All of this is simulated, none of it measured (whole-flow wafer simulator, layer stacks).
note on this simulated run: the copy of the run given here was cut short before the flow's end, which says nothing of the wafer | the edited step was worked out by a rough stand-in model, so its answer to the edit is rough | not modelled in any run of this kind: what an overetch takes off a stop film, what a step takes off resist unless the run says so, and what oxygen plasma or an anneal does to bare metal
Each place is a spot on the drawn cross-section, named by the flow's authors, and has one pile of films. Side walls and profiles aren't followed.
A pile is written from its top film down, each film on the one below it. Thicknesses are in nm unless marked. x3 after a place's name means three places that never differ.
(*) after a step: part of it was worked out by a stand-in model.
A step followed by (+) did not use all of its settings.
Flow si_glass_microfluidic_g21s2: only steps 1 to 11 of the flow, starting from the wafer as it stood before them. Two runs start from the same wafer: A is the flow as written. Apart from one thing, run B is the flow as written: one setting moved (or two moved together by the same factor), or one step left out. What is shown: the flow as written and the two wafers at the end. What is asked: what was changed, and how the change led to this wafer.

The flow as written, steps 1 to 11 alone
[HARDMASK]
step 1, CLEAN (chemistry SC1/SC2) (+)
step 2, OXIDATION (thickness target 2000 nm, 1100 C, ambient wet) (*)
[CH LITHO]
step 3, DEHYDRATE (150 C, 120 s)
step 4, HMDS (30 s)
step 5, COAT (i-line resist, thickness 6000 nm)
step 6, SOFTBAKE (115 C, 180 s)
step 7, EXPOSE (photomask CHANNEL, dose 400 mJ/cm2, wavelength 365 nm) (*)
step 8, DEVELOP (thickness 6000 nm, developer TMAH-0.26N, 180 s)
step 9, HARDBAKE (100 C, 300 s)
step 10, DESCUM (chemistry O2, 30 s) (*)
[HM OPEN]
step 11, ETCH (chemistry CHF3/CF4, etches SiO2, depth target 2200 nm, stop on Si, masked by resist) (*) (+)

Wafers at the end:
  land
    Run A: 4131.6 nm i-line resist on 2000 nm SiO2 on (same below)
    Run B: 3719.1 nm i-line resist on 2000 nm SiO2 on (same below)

The reason: step 11, ETCH: depth target 2695 nm was run, while the flow as written has depth target 2200 nm.

How this came from the change, step by step:
  step 11, ETCH (chemistry CHF3/CF4, etches SiO2, depth target 2200 nm, stop on Si, masked by resist) (*) (+)
      land: A i-line resist loses 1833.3 | B i-line resist loses 2245.8
